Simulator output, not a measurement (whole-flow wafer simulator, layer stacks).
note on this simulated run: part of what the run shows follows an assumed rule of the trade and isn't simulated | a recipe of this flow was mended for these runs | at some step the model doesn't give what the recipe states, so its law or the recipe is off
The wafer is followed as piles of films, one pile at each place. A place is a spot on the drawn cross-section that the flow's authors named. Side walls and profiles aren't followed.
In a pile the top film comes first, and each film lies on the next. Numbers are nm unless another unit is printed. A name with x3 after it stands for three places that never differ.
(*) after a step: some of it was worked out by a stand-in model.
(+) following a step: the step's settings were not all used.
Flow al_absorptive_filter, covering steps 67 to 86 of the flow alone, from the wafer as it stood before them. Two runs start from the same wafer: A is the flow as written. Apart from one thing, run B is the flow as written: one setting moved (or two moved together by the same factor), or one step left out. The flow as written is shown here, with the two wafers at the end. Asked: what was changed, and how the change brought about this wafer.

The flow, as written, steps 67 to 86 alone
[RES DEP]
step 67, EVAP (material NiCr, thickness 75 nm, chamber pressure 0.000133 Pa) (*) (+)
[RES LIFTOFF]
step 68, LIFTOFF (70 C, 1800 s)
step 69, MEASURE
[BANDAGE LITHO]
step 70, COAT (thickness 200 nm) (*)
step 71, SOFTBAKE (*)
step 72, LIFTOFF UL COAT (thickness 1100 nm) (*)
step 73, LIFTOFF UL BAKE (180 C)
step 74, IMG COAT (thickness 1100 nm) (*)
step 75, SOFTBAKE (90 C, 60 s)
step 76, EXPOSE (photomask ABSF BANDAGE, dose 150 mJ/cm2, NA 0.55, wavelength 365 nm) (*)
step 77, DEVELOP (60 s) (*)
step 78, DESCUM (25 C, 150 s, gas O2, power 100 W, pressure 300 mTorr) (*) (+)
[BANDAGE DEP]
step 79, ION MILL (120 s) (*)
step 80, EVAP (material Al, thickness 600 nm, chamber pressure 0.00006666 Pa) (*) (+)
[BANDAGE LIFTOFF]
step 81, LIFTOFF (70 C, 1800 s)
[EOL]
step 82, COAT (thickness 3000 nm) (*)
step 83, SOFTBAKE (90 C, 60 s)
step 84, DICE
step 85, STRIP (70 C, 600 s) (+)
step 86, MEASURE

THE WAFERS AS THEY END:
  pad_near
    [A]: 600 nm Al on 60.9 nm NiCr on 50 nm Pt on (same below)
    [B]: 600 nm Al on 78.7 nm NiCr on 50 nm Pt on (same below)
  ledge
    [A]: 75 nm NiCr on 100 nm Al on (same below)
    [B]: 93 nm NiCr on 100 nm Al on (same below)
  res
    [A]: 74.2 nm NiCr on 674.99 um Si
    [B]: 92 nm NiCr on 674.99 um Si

The reason: step 67, EVAP: thickness 93 nm was run, whereas the flow has thickness 75 nm.
The wafer lets one read it off: ledge has NiCr 93, and step 67 as written asks for 75 nm.

The path from the change to this, step by step:
  step 67, EVAP (material NiCr, thickness 75 nm, chamber pressure 0.000133 Pa) (*) (+)
      gnd, pad_far, ledge and 9 more: A NiCr gains 75 (new film) | B NiCr gains 93 (new film)
      pad_near, res: A NiCr gains 74.2 (new film) | B NiCr gains 92 (new film)
  step 68, LIFTOFF (70 C, 1800 s)
      xa_field, xl_land, idc_field: A NiCr loses 75 (all of it), i-line-resist loses 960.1 (all of it), lift-off-underlayer loses 1100 (all of it), acrylic-e-beam-resist loses 200 (all of it) | B NiCr loses 93 (all of it), i-line-resist loses 960.1 (all of it), lift-off-underlayer loses 1100 (all of it), acrylic-e-beam-resist loses 200 (all of it)
      gnd: A NiCr loses 75 (all of it), i-line-resist loses 959.5 (all of it), lift-off-underlayer loses 1100.9 (all of it), acrylic-e-beam-resist loses 200.6 (all of it) | B NiCr loses 93 (all of it), i-line-resist loses 959.5 (all of it), lift-off-underlayer loses 1100.9 (all of it), acrylic-e-beam-resist loses 200.6 (all of it)
      (as well as at 7 more places)
  step 83, SOFTBAKE (90 C, 60 s)
      gnd: A i-line-resist gains 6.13 | B i-line-resist gains 6.77
      pad_near: A i-line-resist loses 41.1 | B i-line-resist loses 42.3
      (as well as at 2 more places)
